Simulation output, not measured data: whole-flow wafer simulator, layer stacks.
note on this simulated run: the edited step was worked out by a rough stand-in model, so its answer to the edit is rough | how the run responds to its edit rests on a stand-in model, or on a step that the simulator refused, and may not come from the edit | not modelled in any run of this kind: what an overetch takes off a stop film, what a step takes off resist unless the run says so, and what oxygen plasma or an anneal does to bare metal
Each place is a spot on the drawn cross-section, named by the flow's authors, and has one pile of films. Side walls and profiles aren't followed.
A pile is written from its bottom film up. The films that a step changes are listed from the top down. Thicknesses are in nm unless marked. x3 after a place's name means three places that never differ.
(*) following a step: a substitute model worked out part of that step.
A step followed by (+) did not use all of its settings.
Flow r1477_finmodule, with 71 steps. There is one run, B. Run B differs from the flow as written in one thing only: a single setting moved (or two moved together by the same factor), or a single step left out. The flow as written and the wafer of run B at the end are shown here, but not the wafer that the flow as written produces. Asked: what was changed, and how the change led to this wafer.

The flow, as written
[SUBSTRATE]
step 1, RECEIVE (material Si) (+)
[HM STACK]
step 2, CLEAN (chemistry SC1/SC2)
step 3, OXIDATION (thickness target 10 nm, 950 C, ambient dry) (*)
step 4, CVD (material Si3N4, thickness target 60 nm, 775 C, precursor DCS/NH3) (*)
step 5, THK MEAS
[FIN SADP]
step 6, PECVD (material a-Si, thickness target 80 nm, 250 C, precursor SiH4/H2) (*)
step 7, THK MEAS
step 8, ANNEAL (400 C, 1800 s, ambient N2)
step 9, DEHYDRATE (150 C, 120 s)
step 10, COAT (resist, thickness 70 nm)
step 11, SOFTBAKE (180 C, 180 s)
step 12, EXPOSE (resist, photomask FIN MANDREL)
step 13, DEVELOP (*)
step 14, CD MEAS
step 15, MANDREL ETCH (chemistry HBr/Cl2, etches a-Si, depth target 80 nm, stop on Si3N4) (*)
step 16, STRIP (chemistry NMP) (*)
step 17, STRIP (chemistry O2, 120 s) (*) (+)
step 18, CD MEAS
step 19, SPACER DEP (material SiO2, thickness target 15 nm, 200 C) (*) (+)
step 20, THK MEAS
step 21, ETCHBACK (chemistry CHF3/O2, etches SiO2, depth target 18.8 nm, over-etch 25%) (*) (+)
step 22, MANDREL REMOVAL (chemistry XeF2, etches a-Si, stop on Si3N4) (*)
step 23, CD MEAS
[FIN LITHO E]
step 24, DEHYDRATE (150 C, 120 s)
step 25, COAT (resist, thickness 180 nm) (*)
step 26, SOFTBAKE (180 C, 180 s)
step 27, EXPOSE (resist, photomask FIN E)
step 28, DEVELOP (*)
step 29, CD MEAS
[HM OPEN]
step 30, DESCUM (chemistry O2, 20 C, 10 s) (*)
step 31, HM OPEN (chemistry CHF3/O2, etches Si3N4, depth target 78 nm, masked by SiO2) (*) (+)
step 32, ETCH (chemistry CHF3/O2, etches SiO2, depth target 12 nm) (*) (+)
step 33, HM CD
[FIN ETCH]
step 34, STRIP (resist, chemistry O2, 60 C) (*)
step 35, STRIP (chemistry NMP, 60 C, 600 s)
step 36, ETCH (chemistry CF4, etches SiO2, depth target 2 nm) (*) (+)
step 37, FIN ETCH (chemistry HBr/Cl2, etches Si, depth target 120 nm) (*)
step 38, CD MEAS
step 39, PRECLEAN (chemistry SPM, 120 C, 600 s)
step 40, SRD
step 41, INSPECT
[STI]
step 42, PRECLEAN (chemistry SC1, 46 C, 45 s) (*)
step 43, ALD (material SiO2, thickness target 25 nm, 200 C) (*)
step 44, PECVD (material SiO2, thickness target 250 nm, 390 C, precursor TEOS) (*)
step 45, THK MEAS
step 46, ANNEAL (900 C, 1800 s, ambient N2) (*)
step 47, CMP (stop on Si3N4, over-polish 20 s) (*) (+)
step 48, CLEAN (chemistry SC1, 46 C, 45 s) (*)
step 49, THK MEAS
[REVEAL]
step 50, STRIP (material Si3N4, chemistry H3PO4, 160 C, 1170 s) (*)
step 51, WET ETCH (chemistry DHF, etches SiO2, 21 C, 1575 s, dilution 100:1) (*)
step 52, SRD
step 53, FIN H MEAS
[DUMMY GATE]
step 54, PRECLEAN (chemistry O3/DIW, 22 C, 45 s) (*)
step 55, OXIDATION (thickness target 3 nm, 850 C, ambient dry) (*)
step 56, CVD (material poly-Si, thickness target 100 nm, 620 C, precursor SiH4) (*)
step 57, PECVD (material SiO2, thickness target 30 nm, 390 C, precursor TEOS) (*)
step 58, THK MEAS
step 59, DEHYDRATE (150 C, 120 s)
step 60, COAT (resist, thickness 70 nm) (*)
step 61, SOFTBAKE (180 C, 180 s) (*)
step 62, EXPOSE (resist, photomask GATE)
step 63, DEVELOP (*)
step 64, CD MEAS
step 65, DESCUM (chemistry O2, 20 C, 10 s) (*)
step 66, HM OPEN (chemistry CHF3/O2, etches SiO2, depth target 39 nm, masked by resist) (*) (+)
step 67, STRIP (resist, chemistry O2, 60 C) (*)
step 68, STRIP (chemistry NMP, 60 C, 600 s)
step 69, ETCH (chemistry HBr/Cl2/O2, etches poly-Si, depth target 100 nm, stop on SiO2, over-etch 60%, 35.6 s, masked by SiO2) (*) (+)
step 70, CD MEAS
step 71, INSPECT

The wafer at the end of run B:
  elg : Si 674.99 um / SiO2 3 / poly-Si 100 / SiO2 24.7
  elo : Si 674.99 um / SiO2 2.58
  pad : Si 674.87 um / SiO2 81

Cause: step 6, PECVD: thickness target 55.2 nm was run, whereas the flow has thickness target 80 nm.

The path from the change to this, step by step:
  step 6, PECVD (material a-Si, thickness target 80 nm, 250 C, precursor SiH4/H2) (*)
      pad, padg, elg and 33 more: a-Si gains 55.2 (new film) (as written it would have been: a-Si gains 80 (new film))
  step 15, MANDREL ETCH (chemistry HBr/Cl2, etches a-Si, depth target 80 nm, stop on Si3N4) (*)
      pad, padg, elg and 27 more: a-Si loses 55.2 (all of it) (as written it would have been: a-Si loses 80 (all of it))
  step 21, ETCHBACK (chemistry CHF3/O2, etches SiO2, depth target 18.8 nm, over-etch 25%) (*) (+)
      s40sg_line, s45sg_line, s50sg_line, s40so_line, s45so_line, s50so_line: SiO2 gains 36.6 (as written it would have been: SiO2 gains 61.4)
  step 22, MANDREL REMOVAL (chemistry XeF2, etches a-Si, stop on Si3N4) (*)
      s40cg, s45cg, s50cg, s40co, s45co, s50co: a-Si loses 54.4 (all of it) (as written it would have been: a-Si loses 79.2 (all of it))
  step 25, COAT (resist, thickness 180 nm) (*)
      s40cg, s40co: resist gains 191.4 (new film) (as written it would have been: resist gains 197.6 (new film))
      s40sg, s40so: resist gains 195 (new film) (as written it would have been: resist gains 201.2 (new film))
      (also at 14 further places)
  step 28, DEVELOP (*)
      s40cg, s40co: resist loses 191.4 (all of it) (as written it would have been: resist loses 197.6 (all of it))
      s40sg, s40so: resist loses 195 (all of it) (as written it would have been: resist loses 201.2 (all of it))
      (also at 14 further places)
  step 36, ETCH (chemistry CF4, etches SiO2, depth target 2 nm) (*) (+)
      s40sg_line, s45sg_line, s50sg_line, s40so_line, s45so_line, s50so_line: SiO2 loses 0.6 (all of it), Si3N4 loses 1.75 (as written it would have been: SiO2 loses 2)
      elg, e40lg, e100lg, e200lg, elo, e40lo, e100lo, e200lo: Si3N4 loses 1.13 (as written it would have been: Si3N4 loses 2.5)
  step 37, FIN ETCH (chemistry HBr/Cl2, etches Si, depth target 120 nm) (*)
      s40sg_line, s45sg_line, s50sg_line, s40so_line, s45so_line, s50so_line: Si3N4 loses 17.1 (as written it would have been: SiO2 loses 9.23)
  step 43, ALD (material SiO2, thickness target 25 nm, 200 C) (*)
      s40sg_line, s45sg_line, s50sg_line, s40so_line, s45so_line, s50so_line: SiO2 gains 25 (new film) (as written it would have been: SiO2 gains 25)
      s40cg, s45cg, s50cg, s40co, s45co, s50co: SiO2 gains 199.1 (new film) (as written it would have been: SiO2 gains 232.1 (new film))
  step 47, CMP (stop on Si3N4, over-polish 20 s) (*) (+)
      elg, e40lg, e100lg, e200lg, elo, e40lo, e100lo, e200lo: SiO2 loses 263.8 (all of it), Si3N4 loses 1.12 (as written it would have been: SiO2 loses 241.6)
      pad, padg, e40sg and 11 more: SiO2 loses 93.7 (as written it would have been: SiO2 loses 71.8)
      (also at 14 further places)
  step 50, STRIP (material Si3N4, chemistry H3PO4, 160 C, 1170 s) (*)
      elg, e40lg, e100lg, e200lg, elo, e40lo, e100lo, e200lo: Si3N4 loses 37 (all of it), SiO2 loses 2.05 (as written it would have been: SiO2 loses 4.28)
      s40sg_line, s45sg_line, s50sg_line, s40so_line, s45so_line, s50so_line: Si3N4 loses 37 (all of it), SiO2 loses 2.05 (as written it would have been: Si3N4 loses 58.9 (all of it), SiO2 loses 1.37)
  step 51, WET ETCH (chemistry DHF, etches SiO2, 21 C, 1575 s, dilution 100:1) (*)
      elg, e40lg, e100lg, e200lg, elo, e40lo, e100lo, e200lo: SiO2 loses 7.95 (all of it) (as written it would have been: SiO2 loses 17.8 (all of it), Si3N4 loses 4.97)
      s40sg_line, s45sg_line, s50sg_line, s40so_line, s45so_line, s50so_line: SiO2 loses 7.95 (all of it) (as written it would have been: SiO2 loses 8.63 (all of it))
  step 54, PRECLEAN (chemistry O3/DIW, 22 C, 45 s) (*)
      elg, e40lg, e100lg, e200lg, elo, e40lo, e100lo, e200lo: chemical SiO2 gains 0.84 (new film), Si loses 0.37 (as written it would have been: nothing)
  step 55, OXIDATION (thickness target 3 nm, 850 C, ambient dry) (*)
      elg, e40lg, e100lg, e200lg, elo, e40lo, e100lo, e200lo: SiO2 gains 3 (new film), chemical SiO2 loses 0.84 (all of it), Si loses 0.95 (as written it would have been: nothing)
  step 56, CVD (material poly-Si, thickness target 100 nm, 620 C, precursor SiH4) (*)
      s40cg, s40co: poly-Si gains 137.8 (new film) (as written it would have been: poly-Si gains 113.9 (new film))
      s45cg, s45co: poly-Si gains 137.8 (new film) (as written it would have been: poly-Si gains 113.4 (new film))
      (also at 3 further places)
  step 60, COAT (resist, thickness 70 nm) (*)
      e40sg, e40so: resist gains 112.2 (new film) (as written it would have been: resist gains 129.5 (new film))
      e100sg, e100so: resist gains 112.1 (new film) (as written it would have been: resist gains 129.4 (new film))
      (also at 15 further places)
  ... 2 other steps ...
  step 69, ETCH (chemistry HBr/Cl2/O2, etches poly-Si, depth target 100 nm, stop on SiO2, over-etch 60%, 35.6 s, masked by SiO2) (*) (+)
      s40co: chemical SiO2 loses 1.37 (all of it), poly-Si loses 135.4 (all of it), SiO2 loses 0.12 (as written it would have been: chemical SiO2 loses 1.46 (all of it), poly-Si loses 111.5 (all of it), SiO2 loses 0.24)
      s45co: chemical SiO2 loses 1.37 (all of it), poly-Si loses 135.4 (all of it), SiO2 loses 0.12 (as written it would have been: chemical SiO2 loses 1.46 (all of it), poly-Si loses 110.9 (all of it), SiO2 loses 0.25)
      (also at 1 further place)
